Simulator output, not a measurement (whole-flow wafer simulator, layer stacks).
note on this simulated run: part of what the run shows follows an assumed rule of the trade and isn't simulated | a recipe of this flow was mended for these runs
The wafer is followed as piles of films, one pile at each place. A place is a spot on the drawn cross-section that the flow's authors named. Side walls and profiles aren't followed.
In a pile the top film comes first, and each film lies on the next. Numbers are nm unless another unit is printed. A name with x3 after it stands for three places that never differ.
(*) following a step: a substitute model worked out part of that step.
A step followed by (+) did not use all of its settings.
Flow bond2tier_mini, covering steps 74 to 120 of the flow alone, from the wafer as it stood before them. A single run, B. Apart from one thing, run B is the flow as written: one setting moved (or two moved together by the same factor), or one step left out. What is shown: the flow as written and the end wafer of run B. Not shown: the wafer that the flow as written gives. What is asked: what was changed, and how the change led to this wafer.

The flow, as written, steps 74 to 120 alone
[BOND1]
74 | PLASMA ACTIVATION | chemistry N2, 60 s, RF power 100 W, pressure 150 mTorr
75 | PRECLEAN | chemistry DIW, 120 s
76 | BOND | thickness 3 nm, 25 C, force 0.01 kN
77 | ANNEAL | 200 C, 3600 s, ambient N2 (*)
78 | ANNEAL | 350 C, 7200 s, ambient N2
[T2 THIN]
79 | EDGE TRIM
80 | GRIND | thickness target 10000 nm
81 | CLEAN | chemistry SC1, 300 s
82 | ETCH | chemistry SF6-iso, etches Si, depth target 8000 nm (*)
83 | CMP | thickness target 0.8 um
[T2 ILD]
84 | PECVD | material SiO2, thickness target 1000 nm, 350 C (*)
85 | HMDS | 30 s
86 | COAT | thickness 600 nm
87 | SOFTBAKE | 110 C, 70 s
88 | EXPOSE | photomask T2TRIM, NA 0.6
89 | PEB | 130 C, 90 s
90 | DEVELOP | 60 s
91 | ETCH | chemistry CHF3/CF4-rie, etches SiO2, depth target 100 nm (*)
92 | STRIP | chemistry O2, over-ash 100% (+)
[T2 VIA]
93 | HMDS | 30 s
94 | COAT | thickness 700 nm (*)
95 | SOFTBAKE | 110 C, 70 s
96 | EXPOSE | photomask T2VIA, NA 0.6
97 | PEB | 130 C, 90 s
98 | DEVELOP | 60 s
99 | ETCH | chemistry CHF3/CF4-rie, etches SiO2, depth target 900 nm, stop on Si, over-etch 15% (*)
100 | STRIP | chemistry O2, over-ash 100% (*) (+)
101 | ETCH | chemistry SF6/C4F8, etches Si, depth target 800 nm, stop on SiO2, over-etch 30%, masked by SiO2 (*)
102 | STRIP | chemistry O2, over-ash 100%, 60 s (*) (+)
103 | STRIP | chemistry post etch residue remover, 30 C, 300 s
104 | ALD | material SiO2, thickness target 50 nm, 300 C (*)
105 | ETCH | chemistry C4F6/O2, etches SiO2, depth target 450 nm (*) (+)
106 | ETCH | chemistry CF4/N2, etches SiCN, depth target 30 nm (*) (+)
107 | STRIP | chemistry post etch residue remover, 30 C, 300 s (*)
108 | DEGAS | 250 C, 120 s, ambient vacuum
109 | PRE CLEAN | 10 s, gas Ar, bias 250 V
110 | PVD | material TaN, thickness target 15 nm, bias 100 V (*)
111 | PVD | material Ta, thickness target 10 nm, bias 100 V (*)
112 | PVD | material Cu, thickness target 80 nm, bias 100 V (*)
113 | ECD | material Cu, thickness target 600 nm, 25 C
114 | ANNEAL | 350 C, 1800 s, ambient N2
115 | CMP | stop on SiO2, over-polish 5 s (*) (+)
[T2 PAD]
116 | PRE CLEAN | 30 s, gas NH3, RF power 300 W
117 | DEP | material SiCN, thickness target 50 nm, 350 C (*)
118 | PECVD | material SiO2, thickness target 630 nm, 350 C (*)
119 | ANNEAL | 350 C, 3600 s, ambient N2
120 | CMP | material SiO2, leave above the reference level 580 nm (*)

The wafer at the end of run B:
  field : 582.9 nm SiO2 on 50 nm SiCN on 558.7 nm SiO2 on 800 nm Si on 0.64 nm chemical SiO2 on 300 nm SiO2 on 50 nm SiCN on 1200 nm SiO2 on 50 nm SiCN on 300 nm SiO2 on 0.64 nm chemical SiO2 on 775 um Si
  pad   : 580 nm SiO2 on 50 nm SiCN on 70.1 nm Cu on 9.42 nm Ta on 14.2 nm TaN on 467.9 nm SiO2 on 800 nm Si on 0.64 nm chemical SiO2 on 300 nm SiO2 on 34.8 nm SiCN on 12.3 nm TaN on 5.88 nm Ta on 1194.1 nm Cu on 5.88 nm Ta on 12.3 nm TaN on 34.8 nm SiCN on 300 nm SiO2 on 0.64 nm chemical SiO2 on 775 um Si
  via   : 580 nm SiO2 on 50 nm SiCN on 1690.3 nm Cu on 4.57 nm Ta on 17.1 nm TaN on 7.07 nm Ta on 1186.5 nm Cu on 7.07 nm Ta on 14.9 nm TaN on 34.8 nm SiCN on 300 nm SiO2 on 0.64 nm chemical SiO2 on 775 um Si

What caused this: step 109, PRE CLEAN: 6 s was run, whereas the flow has 10 s.

The path from the change to this, step by step:
  109 | PRE CLEAN | 10 s, gas Ar, bias 250 V
      field, pad: SiO2 loses 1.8 (it would be, as written: SiO2 loses 3)
      via: TaN loses 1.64 (it would be, as written: TaN loses 3.19)
